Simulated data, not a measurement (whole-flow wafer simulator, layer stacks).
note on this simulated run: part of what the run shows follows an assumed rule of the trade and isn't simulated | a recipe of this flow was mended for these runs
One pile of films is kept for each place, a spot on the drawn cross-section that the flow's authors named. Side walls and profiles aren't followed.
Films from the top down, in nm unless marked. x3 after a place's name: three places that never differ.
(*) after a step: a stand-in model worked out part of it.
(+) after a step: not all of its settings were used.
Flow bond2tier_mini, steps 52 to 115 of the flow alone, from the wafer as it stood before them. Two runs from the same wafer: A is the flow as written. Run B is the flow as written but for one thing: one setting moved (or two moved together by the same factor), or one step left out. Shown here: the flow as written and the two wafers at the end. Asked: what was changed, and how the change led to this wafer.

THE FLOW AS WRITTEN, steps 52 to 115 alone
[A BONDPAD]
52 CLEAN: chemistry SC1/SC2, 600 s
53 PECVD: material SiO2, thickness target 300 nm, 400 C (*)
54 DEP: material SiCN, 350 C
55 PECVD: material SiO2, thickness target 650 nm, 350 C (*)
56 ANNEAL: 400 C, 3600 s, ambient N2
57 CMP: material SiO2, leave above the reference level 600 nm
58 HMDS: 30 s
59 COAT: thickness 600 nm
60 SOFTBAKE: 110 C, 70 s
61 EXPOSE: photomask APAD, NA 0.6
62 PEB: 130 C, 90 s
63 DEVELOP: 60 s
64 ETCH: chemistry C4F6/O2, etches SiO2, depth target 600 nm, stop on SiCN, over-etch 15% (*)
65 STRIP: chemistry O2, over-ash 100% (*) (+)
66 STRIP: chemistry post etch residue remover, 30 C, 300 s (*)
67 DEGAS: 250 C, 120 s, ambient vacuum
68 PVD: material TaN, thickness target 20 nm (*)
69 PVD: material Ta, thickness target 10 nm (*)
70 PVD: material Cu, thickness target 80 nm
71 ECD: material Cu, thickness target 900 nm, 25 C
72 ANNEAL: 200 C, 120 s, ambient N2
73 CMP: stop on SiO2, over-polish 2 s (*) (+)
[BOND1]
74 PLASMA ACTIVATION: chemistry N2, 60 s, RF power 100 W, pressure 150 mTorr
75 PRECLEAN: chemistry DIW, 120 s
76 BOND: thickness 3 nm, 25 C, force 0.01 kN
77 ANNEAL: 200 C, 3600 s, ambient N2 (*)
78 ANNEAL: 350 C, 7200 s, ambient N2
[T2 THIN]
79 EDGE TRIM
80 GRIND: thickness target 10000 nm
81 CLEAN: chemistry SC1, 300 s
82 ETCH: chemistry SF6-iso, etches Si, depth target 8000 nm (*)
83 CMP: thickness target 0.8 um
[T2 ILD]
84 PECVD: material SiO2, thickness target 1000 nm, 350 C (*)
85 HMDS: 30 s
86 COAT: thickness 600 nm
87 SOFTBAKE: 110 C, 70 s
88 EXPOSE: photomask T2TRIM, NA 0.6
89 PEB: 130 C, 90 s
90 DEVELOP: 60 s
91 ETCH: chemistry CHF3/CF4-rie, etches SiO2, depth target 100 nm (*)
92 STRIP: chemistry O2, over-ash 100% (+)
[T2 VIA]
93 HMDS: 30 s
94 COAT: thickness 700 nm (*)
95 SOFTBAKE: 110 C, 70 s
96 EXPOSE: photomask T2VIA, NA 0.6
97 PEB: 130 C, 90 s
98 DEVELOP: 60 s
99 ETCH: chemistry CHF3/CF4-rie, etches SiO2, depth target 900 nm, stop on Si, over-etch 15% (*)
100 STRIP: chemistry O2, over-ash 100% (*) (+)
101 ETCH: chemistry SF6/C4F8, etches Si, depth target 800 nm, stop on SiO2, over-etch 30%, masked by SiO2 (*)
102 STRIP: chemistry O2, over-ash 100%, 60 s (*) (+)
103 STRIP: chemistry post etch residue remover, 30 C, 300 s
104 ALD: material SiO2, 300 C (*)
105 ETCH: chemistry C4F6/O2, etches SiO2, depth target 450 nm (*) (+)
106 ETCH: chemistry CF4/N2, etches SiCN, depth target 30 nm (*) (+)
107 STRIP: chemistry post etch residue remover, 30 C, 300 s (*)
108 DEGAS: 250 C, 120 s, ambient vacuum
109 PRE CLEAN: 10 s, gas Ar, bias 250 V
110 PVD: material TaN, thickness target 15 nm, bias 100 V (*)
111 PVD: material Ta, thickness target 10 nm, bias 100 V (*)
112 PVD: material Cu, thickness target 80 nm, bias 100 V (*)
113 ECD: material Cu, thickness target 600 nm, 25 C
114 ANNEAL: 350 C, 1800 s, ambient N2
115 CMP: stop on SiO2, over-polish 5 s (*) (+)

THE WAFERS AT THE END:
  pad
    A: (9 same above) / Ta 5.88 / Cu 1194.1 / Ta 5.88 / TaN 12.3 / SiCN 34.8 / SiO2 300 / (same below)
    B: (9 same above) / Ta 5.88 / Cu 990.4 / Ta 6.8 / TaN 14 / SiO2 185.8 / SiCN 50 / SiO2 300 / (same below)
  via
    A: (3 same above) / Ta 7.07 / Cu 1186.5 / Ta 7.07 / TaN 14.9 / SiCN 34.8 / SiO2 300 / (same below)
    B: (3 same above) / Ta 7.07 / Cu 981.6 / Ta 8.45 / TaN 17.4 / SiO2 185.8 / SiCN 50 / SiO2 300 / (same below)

The cause: step 64, ETCH: depth target 360.2 nm was run, where the flow has depth target 600 nm.

How the change led to this, step by step:
  64 ETCH: chemistry C4F6/O2, etches SiO2, depth target 600 nm, stop on SiCN, over-etch 15% (*)
      pad, via: A SiO2 -600 (all of it), SiCN -15.2 | B SiO2 -414.2
      field: A thick-KrF-resist -115 | B thick-KrF-resist -69
  65 STRIP: chemistry O2, over-ash 100% (*) (+)
      field: A thick-KrF-resist -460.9 (all of it) | B thick-KrF-resist -506.9 (all of it)
  68 PVD: material TaN, thickness target 20 nm (*)
      pad: A TaN +12.3 (new film) | B TaN +14 (new film)
      via: A TaN +14.9 (new film) | B TaN +17.4 (new film)
  69 PVD: material Ta, thickness target 10 nm (*)
      pad: A Ta +5.88 (new film) | B Ta +6.8 (new film)
      via: A Ta +7.07 (new film) | B Ta +8.45 (new film)
  70 PVD: material Cu, thickness target 80 nm
      pad: A Cu +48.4 (new film) | B Cu +55.6 (new film)
      via: A Cu +59 (new film) | B Cu +69.2 (new film)
  71 ECD: material Cu, thickness target 900 nm, 25 C
      pad: A Cu +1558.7 | B Cu +1347.8
      via: A Cu +1544.3 | B Cu +1329.2
